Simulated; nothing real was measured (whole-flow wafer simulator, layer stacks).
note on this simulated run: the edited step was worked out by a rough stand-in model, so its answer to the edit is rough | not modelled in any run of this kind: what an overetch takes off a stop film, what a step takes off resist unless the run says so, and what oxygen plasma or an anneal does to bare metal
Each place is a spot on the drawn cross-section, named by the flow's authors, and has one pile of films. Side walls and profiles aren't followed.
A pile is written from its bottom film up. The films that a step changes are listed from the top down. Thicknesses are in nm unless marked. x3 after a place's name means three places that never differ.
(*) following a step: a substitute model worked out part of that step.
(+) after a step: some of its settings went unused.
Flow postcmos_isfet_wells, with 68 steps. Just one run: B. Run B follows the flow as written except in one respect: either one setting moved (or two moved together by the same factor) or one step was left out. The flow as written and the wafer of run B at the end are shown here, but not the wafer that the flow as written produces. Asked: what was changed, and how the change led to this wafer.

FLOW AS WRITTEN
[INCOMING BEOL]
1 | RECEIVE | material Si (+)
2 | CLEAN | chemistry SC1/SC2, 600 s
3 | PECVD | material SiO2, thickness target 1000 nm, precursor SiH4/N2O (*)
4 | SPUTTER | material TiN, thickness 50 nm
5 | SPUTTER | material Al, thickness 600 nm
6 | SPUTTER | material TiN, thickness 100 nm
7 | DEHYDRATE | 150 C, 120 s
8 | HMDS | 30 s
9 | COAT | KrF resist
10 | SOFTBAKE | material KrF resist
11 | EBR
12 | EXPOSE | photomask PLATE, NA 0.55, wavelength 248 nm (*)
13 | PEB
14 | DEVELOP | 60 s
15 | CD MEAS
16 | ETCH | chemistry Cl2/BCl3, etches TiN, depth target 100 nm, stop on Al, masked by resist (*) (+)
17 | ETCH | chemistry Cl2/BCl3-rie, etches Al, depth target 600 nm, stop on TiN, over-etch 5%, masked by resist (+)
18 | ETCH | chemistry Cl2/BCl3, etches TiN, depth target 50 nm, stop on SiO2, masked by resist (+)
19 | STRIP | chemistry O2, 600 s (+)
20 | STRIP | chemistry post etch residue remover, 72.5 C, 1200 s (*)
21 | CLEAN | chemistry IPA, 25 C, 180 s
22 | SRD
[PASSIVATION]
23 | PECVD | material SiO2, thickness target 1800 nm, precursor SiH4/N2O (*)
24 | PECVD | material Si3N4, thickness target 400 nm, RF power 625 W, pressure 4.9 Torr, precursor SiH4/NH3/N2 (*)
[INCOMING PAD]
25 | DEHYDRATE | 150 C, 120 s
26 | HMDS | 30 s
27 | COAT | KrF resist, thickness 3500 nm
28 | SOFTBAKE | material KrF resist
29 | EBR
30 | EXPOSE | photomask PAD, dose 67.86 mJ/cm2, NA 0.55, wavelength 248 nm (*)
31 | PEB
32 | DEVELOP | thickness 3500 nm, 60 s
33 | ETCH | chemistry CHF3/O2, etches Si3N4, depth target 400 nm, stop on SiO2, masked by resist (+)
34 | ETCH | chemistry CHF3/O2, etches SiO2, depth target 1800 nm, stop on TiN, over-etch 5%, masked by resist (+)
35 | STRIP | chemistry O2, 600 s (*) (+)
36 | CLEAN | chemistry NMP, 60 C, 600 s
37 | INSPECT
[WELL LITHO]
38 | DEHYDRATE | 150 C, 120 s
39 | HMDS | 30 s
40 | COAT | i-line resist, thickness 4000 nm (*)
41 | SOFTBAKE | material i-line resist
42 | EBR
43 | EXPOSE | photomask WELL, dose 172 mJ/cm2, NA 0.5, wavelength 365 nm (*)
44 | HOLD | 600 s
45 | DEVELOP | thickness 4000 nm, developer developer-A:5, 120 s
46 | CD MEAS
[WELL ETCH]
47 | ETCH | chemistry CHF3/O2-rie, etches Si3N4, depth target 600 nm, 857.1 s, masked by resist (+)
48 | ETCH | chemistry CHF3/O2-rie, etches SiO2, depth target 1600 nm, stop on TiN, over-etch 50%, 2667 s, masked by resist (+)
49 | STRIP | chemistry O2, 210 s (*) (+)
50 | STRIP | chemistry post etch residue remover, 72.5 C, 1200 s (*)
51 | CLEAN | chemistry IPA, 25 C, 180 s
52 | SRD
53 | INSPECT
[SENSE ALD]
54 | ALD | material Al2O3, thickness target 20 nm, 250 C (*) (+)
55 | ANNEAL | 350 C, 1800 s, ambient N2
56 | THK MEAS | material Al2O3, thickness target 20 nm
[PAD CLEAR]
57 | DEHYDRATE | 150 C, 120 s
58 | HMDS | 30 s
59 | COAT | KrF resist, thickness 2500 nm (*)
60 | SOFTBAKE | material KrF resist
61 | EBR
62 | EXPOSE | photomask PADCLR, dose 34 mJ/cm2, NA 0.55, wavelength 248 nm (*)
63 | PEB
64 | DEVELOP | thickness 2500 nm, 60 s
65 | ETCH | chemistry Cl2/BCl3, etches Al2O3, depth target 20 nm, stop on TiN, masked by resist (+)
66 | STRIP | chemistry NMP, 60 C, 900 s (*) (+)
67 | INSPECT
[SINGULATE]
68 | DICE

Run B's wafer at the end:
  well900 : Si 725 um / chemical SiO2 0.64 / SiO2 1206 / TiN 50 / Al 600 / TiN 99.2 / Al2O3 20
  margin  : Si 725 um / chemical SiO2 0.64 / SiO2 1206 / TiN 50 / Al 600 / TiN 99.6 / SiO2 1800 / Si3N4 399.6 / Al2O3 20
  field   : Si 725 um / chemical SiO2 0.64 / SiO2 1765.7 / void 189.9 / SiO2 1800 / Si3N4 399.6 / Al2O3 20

Cause: step 3, PECVD: thickness target 1206 nm was run, whereas the flow has thickness target 1000 nm.
The wafer lets one read it off: well900 has SiO2 1206, and step 3 as written asks for 1000 nm.

How this came from the change, step by step:
  3 | PECVD | material SiO2, thickness target 1000 nm, precursor SiH4/N2O (*)
      field, margin, well900, well1300 x3, pad_rim, pad_clr, pad_open: SiO2 gains 1206 (new film) (in the flow as written it would be: SiO2 gains 1000 (new film))
